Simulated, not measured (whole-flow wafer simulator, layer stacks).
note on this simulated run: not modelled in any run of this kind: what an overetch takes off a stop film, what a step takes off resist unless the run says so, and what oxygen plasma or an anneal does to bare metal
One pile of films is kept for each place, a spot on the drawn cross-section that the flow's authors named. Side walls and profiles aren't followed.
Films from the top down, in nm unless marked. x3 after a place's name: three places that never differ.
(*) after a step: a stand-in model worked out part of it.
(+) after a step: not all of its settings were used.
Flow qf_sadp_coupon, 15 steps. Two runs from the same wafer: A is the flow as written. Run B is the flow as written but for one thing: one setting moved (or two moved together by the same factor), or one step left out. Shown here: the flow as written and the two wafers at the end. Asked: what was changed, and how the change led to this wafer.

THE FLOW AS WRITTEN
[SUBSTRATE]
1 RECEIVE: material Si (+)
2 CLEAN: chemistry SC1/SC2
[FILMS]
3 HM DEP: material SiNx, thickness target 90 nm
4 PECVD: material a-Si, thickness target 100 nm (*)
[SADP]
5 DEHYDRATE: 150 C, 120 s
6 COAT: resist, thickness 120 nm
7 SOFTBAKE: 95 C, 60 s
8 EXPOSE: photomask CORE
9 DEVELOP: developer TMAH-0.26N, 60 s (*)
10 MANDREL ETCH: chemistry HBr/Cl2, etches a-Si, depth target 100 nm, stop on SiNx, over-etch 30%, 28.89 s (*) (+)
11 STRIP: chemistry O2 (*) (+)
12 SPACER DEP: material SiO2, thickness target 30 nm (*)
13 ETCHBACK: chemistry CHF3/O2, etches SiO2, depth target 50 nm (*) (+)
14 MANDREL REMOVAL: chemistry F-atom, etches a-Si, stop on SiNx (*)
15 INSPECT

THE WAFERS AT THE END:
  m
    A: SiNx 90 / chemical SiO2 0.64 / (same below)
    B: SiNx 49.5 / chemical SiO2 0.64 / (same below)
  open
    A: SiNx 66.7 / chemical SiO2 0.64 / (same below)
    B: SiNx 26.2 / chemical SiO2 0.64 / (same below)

The cause: step 3, HM DEP: thickness target 49.5 nm was run, where the flow has thickness target 90 nm.
It can be read off the wafer: m has SiNx 49.5, and step 3 as written asks for 90 nm.

How the change led to this, step by step:
  3 HM DEP: material SiNx, thickness target 90 nm
      m, open: A SiNx +90 (new film) | B SiNx +49.5 (new film)
